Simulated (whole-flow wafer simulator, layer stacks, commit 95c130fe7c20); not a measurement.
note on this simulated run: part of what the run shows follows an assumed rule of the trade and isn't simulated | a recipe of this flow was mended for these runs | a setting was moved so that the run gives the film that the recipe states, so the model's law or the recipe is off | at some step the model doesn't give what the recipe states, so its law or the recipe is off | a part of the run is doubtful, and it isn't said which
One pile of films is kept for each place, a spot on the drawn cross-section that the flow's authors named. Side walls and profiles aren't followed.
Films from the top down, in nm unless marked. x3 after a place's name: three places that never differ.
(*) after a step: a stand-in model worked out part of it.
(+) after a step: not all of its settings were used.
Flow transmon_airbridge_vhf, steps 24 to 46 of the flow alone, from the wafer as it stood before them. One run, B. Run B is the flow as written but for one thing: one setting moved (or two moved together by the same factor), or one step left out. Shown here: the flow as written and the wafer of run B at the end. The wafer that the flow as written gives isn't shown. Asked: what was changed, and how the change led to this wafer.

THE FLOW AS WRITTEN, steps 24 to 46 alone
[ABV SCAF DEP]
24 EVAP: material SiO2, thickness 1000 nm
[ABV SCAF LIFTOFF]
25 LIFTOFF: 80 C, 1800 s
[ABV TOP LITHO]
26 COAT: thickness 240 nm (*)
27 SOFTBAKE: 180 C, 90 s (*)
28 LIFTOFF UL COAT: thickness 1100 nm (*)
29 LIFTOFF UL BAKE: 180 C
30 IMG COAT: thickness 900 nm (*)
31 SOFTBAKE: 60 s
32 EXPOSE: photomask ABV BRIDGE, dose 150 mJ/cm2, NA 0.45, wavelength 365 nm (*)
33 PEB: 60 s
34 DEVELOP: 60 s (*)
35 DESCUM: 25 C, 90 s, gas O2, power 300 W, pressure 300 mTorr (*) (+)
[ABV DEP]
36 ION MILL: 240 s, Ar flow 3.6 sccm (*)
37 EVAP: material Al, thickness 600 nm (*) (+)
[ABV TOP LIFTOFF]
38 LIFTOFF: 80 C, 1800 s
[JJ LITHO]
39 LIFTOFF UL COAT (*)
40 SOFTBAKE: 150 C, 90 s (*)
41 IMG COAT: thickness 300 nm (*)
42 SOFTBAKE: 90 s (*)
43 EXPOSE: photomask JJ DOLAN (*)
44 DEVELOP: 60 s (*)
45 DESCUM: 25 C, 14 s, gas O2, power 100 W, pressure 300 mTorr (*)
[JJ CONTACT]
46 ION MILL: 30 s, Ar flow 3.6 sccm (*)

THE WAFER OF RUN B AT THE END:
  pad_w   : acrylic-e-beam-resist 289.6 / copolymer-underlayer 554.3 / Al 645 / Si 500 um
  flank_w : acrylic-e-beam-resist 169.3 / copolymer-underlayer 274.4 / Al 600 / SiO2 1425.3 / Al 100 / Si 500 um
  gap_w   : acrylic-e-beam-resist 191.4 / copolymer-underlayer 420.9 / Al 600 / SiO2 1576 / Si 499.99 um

The cause: step 24, EVAP: thickness 1600 nm was run, where the flow has thickness 1000 nm.

How the change led to this, step by step:
  24 EVAP: material SiO2, thickness 1000 nm
      field x3, jj_line, ground_far and 10 more: SiO2 +1600 (new film) (as written it would be: SiO2 +1000 (new film))
      flank_w, flank_e: SiO2 +1449.3 (new film) (as written it would be: SiO2 +905.8 (new film))
  25 LIFTOFF: 80 C, 1800 s
      field x3, jj_line, trace_open_s x2: SiO2 -1600 (all of it), i-line-resist -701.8 (all of it), lift-off-underlayer -1100 (all of it), acrylic-e-beam-resist -240 (all of it) (as written it would be: SiO2 -1000 (all of it), i-line-resist -701.8 (all of it), lift-off-underlayer -1100 (all of it), acrylic-e-beam-resist -240 (all of it))
      pad_w, pad_e: SiO2 -1600 (all of it), i-line-resist -696.3 (all of it), lift-off-underlayer -1089.9 (all of it), acrylic-e-beam-resist -239.3 (all of it) (as written it would be: SiO2 -1000 (all of it), i-line-resist -696.3 (all of it), lift-off-underlayer -1089.9 (all of it), acrylic-e-beam-resist -239.3 (all of it))
      (and at 1 more place)
  26 COAT: thickness 240 nm (*)
      flank_w, flank_e: acrylic-e-beam-resist +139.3 (new film) (as written it would be: acrylic-e-beam-resist +155.2 (new film))
      gap_w, gap_e: acrylic-e-beam-resist +185.8 (new film) (as written it would be: acrylic-e-beam-resist +211.2 (new film))
      (and at 6 more places)
  28 LIFTOFF UL COAT: thickness 1100 nm (*)
      gap_w, gap_e: lift-off-underlayer +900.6 (new film) (as written it would be: lift-off-underlayer +979.6 (new film))
      margin_s, margin_n: lift-off-underlayer +697.4 (new film) (as written it would be: lift-off-underlayer +823.4 (new film))
      (and at 6 more places)
  30 IMG COAT: thickness 900 nm (*)
      gap_w, gap_e: i-line-resist +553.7 (new film) (as written it would be: i-line-resist +685.3 (new film))
      margin_s, margin_n: i-line-resist +417.1 (new film) (as written it would be: i-line-resist +603.2 (new film))
      (and at 7 more places)
  33 PEB: 60 s
      flank_w, flank_e: i-line-resist -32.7 (as written it would be: i-line-resist -38.8)
      gap_w, gap_e: i-line-resist -28.1 (as written it would be: i-line-resist -35)
      (and at 7 more places)
  34 DEVELOP: 60 s (*)
      gap_w, gap_e: i-line-resist -525.6 (all of it), lift-off-underlayer -900.6 (all of it) (as written it would be: i-line-resist -650.2 (all of it), lift-off-underlayer -979.6 (all of it))
      pad_w: i-line-resist -988 (all of it), lift-off-underlayer -1338.6 (all of it) (as written it would be: i-line-resist -937.3 (all of it), lift-off-underlayer -1246.2 (all of it))
      (and at 5 more places)
  35 DESCUM: 25 C, 90 s, gas O2, power 300 W, pressure 300 mTorr (*) (+)
      field x3, jj_line, ground_far, trace_open_s x2, margin_s, margin_n: i-line-resist -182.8 (as written it would be: i-line-resist -167.2)
      flank_w, flank_e: acrylic-e-beam-resist -139.3 (all of it) (as written it would be: acrylic-e-beam-resist -155.2 (all of it))
      (and at 6 more places)
  38 LIFTOFF: 80 C, 1800 s
      field x3, jj_line, trace_open_s x2: Al -600 (all of it), i-line-resist -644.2 (all of it), lift-off-underlayer -1100 (all of it), acrylic-e-beam-resist -240 (all of it) (as written it would be: Al -600 (all of it), i-line-resist -659.8 (all of it), lift-off-underlayer -1100 (all of it), acrylic-e-beam-resist -240 (all of it))
      margin_s, margin_n: Al -600 (all of it), i-line-resist -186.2 (all of it), lift-off-underlayer -697.4 (all of it), acrylic-e-beam-resist -135.9 (all of it) (as written it would be: Al -600 (all of it), i-line-resist -378.2 (all of it), lift-off-underlayer -823.4 (all of it), acrylic-e-beam-resist -168.6 (all of it))
      (and at 1 more place)
  39 LIFTOFF UL COAT (*)
      pad_w, pad_e: copolymer-underlayer +554.3 (new film) (as written it would be: copolymer-underlayer +513.6 (new film))
      flank_w, flank_e: copolymer-underlayer +274.4 (new film) (as written it would be: copolymer-underlayer +308 (new film))
      (and at 6 more places)
  41 IMG COAT: thickness 300 nm (*)
      pad_w, pad_e: acrylic-e-beam-resist +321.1 (new film) (as written it would be: acrylic-e-beam-resist +300.2 (new film))
      flank_w, flank_e: acrylic-e-beam-resist +200.9 (new film) (as written it would be: acrylic-e-beam-resist +217.1 (new film))
      (and at 6 more places)
